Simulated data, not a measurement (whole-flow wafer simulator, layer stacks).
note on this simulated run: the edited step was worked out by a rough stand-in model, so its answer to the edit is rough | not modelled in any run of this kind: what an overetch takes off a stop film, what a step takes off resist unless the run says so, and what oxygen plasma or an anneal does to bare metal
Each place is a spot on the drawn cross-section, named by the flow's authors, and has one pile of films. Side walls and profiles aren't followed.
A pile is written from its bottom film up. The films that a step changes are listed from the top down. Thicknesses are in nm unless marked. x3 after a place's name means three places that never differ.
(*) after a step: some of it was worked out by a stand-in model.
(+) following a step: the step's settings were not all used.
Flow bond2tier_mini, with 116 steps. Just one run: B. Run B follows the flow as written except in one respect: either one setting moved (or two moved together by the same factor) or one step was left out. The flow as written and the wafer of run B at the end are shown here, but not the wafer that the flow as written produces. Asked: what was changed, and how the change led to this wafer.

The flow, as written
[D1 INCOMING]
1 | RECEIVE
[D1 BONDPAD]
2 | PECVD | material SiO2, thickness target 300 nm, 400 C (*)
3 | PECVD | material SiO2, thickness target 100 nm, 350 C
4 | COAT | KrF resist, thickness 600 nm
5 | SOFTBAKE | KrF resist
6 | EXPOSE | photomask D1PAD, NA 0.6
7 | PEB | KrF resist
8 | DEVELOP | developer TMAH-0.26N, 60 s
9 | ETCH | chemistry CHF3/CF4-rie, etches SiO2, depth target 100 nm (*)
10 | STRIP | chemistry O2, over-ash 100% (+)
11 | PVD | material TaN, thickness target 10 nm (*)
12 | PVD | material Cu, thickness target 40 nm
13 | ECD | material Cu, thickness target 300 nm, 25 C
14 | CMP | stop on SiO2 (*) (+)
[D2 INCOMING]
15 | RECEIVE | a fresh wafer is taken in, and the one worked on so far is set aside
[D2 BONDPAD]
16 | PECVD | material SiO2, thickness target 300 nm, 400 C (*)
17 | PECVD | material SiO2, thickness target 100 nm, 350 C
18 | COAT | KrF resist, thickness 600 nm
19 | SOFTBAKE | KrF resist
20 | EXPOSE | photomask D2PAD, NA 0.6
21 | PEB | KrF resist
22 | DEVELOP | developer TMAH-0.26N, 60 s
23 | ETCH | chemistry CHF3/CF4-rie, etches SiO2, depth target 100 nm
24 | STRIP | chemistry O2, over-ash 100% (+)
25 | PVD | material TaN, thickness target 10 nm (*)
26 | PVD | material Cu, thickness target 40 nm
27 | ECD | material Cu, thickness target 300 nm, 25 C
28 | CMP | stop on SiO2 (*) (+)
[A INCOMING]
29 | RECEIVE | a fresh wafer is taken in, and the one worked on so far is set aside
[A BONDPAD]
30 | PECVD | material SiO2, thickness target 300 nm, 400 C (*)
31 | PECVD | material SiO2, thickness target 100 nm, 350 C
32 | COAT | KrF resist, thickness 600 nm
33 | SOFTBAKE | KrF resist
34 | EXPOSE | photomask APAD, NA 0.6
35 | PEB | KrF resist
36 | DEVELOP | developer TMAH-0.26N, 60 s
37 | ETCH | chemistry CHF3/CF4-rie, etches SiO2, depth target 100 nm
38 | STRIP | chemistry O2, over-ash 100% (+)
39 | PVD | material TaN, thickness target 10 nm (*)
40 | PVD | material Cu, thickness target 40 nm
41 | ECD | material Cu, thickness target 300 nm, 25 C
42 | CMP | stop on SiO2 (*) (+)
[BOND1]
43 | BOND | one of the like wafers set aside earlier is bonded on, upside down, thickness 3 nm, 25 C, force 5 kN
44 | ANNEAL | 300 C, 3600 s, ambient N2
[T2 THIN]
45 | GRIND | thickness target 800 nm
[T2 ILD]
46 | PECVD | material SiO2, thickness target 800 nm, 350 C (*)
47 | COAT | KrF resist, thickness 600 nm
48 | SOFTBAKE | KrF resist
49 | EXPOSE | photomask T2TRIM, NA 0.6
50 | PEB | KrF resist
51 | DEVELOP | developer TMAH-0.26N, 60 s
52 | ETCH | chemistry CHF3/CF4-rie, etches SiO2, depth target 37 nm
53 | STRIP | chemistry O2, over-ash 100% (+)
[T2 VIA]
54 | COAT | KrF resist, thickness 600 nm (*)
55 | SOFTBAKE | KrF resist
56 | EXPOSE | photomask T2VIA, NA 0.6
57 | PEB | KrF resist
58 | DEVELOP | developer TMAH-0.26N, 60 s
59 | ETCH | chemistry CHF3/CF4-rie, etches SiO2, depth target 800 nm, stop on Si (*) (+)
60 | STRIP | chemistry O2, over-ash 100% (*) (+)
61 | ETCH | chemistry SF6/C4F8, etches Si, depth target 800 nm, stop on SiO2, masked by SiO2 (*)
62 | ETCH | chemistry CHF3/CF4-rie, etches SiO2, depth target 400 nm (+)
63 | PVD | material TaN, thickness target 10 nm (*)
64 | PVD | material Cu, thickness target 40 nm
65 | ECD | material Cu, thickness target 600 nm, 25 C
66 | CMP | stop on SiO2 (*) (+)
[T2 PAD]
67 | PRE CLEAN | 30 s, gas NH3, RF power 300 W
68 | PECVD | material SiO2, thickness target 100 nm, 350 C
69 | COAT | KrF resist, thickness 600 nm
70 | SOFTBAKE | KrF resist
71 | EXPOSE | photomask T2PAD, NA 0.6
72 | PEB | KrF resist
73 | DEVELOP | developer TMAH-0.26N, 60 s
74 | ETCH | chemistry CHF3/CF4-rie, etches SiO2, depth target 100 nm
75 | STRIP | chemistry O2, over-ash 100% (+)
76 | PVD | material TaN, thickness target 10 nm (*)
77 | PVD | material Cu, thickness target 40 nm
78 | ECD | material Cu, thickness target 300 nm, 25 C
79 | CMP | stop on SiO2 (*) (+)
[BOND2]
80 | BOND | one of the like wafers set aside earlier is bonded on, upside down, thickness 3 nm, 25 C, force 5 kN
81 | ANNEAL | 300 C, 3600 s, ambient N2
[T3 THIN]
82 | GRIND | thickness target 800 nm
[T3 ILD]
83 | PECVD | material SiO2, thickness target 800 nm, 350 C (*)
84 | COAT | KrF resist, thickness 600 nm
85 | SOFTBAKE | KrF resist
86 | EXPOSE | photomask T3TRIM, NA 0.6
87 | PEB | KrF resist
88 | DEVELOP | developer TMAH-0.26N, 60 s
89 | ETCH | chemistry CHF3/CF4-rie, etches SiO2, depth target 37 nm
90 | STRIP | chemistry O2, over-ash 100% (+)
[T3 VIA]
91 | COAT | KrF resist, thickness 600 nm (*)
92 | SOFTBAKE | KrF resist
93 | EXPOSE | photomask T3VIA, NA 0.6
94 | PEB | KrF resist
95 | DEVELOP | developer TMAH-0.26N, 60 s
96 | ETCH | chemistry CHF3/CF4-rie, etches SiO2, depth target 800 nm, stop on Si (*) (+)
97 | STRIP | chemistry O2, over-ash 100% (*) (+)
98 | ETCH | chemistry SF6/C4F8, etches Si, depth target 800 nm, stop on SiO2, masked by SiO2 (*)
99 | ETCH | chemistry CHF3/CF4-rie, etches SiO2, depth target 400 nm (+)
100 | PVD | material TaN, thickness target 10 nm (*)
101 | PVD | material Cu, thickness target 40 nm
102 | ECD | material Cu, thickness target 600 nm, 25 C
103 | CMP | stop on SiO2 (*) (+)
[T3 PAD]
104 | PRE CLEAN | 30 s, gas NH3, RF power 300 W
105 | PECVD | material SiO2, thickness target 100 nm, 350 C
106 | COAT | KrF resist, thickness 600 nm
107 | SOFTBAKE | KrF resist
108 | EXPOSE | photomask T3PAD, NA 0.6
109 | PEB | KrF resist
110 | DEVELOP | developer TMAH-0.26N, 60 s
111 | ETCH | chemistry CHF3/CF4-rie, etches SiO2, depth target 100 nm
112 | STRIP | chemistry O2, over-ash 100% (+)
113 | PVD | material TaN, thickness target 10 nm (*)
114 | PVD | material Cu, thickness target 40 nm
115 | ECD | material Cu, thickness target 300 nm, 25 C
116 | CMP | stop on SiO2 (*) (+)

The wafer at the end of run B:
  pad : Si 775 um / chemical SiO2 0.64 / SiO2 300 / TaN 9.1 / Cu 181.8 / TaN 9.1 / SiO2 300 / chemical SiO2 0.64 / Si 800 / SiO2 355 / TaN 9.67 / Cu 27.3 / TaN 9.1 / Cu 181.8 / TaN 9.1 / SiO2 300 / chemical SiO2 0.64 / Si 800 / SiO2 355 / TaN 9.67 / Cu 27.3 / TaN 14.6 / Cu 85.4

The reason: step 113, PVD: thickness target 16 nm was run, while the flow as written has thickness target 10 nm.

Step by step, how the change led to this:
  113 | PVD | material TaN, thickness target 10 nm (*)
      field: +16 TaN (new film) (in the flow as written it would be: +10 TaN (new film))
      pad: +14.6 TaN (new film) (in the flow as written it would be: +9.1 TaN (new film))
  116 | CMP | stop on SiO2 (*) (+)
      field: -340 Cu (all of it), -16 TaN (all of it) (in the flow as written it would be: -340 Cu (all of it), -10 TaN (all of it))
